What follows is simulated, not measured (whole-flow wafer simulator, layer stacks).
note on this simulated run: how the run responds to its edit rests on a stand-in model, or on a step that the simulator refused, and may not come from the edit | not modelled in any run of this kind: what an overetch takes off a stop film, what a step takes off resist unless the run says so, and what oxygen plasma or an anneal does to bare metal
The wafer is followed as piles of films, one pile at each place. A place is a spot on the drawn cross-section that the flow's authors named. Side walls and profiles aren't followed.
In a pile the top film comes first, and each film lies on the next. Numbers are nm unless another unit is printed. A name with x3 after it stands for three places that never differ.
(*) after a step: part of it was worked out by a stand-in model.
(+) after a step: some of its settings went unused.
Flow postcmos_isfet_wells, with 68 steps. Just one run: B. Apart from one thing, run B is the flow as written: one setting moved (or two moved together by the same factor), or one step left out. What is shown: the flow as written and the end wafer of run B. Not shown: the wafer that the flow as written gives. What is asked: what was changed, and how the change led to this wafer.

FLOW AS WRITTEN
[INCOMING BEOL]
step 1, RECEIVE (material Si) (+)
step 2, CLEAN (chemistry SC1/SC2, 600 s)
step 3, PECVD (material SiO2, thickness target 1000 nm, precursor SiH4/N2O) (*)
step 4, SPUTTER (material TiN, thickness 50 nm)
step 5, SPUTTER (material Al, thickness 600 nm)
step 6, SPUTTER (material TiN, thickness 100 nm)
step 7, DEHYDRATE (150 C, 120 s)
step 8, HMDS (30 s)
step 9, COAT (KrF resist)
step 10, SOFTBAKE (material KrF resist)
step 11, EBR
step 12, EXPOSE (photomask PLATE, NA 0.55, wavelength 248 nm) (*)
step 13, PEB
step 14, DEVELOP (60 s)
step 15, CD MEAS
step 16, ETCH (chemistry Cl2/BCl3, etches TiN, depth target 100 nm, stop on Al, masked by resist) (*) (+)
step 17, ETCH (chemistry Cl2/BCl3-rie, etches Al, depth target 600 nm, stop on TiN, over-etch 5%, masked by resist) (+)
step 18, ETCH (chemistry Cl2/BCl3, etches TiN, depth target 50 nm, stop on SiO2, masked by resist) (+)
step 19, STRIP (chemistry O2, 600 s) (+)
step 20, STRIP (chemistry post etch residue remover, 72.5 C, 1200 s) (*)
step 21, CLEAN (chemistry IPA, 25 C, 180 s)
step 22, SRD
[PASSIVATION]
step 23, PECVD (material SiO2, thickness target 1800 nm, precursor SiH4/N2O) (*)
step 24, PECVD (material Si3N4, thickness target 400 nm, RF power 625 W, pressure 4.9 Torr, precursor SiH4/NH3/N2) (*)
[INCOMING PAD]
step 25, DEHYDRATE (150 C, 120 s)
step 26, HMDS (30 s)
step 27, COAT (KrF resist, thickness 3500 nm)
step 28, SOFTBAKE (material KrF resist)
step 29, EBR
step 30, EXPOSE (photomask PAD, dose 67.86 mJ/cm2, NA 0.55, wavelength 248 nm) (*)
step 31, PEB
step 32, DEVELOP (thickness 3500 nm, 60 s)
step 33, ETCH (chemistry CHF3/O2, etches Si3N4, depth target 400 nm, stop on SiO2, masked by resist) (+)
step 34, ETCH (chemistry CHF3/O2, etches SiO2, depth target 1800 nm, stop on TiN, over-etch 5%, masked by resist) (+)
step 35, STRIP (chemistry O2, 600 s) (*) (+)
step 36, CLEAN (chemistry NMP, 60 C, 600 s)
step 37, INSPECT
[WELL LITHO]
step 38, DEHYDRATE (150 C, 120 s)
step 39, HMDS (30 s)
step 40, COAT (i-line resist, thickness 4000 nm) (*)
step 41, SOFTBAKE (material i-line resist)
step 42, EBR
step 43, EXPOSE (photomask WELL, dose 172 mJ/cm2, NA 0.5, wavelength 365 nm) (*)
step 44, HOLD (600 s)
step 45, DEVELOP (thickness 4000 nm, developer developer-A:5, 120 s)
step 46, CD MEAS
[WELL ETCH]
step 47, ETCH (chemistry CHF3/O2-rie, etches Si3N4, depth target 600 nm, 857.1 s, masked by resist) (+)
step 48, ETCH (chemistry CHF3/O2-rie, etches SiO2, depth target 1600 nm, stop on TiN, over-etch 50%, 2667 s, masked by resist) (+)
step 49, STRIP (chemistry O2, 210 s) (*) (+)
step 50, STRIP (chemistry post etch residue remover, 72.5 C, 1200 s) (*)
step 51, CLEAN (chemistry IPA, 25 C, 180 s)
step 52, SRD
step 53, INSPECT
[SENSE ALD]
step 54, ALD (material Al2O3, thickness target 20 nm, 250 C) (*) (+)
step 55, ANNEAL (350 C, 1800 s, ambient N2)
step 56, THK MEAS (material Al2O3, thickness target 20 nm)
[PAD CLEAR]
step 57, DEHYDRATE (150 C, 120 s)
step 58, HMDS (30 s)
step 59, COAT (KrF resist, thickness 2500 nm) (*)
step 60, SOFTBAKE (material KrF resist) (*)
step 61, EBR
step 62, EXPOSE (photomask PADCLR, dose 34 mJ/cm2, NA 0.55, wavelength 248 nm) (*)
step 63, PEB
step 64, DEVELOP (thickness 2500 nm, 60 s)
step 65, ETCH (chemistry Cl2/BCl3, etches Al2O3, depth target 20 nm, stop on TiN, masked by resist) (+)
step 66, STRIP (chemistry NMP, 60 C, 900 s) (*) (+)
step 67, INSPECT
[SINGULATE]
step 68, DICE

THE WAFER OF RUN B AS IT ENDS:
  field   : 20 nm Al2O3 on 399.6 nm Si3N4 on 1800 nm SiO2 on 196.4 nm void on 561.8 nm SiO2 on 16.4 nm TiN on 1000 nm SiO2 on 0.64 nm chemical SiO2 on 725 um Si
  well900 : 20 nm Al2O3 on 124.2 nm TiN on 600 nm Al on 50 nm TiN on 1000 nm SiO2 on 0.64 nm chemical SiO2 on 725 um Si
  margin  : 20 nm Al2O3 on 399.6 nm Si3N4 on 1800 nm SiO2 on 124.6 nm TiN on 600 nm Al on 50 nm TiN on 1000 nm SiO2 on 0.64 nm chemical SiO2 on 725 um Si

What caused this: step 6, SPUTTER: thickness 125 nm was run, though the flow has thickness 100 nm.

The path from the change to this, step by step:
  step 6, SPUTTER (material TiN, thickness 100 nm)
      field, margin, well900 and 6 more: +125 TiN (new film) (in the flow as written it would be: +100 TiN (new film))
  step 16, ETCH (chemistry Cl2/BCl3, etches TiN, depth target 100 nm, stop on Al, masked by resist) (*) (+)
      field: -100 TiN (in the flow as written it would be: -100 TiN (all of it))
  step 17, ETCH (chemistry Cl2/BCl3-rie, etches Al, depth target 600 nm, stop on TiN, over-etch 5%, masked by resist) (+)
      field: -25 TiN (all of it), -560 Al (in the flow as written it would be: -600 Al (all of it))
  step 18, ETCH (chemistry Cl2/BCl3, etches TiN, depth target 50 nm, stop on SiO2, masked by resist) (+)
      field: -40 Al (all of it), -33.2 TiN (in the flow as written it would be: -50 TiN (all of it))
  step 23, PECVD (material SiO2, thickness target 1800 nm, precursor SiH4/N2O) (*)
      field: +1800 SiO2 (new film), +196.4 void (new film), +561.8 SiO2 (new film) (in the flow as written it would be: +1800 SiO2 (new film), +189.9 void (new film), +559.7 SiO2)
Taking metal films that touch as one body, field has 1 body; the flow as written gives 0 bodies.
